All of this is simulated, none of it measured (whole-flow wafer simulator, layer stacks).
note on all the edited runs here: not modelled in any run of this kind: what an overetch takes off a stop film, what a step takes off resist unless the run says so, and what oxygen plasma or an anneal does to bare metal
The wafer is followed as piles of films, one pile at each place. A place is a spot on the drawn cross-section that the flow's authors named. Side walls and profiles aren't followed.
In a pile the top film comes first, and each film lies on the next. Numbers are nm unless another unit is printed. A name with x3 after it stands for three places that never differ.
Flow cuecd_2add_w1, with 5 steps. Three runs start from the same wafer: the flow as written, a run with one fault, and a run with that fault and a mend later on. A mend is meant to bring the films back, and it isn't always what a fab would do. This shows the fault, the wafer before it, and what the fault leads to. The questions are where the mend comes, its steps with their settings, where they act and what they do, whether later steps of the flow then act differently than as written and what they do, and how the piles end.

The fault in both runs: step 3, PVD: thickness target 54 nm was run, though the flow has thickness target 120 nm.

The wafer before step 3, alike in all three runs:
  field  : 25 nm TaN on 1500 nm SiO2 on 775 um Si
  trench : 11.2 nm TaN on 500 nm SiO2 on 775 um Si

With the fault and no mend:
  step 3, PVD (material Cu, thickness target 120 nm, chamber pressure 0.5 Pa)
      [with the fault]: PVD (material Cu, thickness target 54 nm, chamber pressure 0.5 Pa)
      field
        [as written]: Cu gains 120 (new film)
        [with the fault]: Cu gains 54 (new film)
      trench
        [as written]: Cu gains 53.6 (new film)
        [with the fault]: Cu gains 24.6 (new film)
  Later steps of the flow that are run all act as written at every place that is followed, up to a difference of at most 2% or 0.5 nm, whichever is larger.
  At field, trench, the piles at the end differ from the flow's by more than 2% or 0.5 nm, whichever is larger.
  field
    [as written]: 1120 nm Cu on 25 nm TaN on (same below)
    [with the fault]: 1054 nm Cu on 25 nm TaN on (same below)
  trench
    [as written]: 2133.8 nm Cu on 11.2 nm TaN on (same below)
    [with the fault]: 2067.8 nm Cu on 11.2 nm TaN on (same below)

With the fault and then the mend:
  The mend follows step 3.
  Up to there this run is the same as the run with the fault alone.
  step 3a, PVD (material Cu, thickness target 66 nm, chamber pressure 0.5 Pa) (the flow's step 3, run once more with other settings)
      field
        Cu gains 66
      trench
        Cu gains 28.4
  Later steps of the flow that are run all act as written at every place that is followed, up to a difference of at most 2% or 0.5 nm, whichever is larger.
  At every place that both follow, the piles at the end match the flow's.
